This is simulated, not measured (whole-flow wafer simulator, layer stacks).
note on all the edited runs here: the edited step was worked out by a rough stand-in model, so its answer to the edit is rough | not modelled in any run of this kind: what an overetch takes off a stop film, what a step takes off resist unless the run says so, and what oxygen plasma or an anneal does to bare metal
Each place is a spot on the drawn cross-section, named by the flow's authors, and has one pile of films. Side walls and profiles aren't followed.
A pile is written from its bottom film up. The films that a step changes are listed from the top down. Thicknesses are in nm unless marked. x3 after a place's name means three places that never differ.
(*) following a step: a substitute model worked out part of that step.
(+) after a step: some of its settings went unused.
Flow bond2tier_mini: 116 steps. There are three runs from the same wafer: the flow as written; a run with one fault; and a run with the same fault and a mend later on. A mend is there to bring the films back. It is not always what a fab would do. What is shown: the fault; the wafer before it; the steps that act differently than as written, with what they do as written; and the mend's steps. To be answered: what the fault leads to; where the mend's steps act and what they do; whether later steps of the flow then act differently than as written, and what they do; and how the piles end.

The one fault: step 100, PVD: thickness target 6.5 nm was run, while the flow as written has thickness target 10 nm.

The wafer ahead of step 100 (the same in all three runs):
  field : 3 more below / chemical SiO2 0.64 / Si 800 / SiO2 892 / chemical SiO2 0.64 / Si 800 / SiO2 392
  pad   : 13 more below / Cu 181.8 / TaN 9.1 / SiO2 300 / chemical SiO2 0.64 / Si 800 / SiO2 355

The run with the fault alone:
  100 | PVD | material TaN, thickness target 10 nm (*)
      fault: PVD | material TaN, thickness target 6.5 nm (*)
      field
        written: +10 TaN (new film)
        fault: +6.5 TaN (new film)
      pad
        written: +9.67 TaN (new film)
        fault: +6.28 TaN (new film)
  Later steps of the flow acting differently than as written (not shown: 1 more step that differs only slightly, by at most 2% or 0.5 nm, whichever is larger):
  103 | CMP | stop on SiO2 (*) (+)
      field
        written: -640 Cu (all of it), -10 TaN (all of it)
        fault: -640 Cu (all of it), -6.5 TaN (all of it)
  At pad, the piles at the end differ from the flow's by more than 2% or 0.5 nm, whichever is larger.
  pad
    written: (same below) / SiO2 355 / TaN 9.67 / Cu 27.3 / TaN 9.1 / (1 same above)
    fault: (same below) / SiO2 355 / TaN 6.28 / Cu 30.7 / TaN 9.1 / (1 same above)

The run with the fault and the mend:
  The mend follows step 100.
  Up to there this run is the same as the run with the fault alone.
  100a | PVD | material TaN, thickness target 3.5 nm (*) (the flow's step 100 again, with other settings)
      field
        +3.5 TaN
      pad
        +3.38 TaN
  Every later step of the flow that is run acts as written at every place that is followed.
  The piles end only slightly different from the flow's at the places that both follow, by no more than 2% or 0.5 nm, whichever is larger.
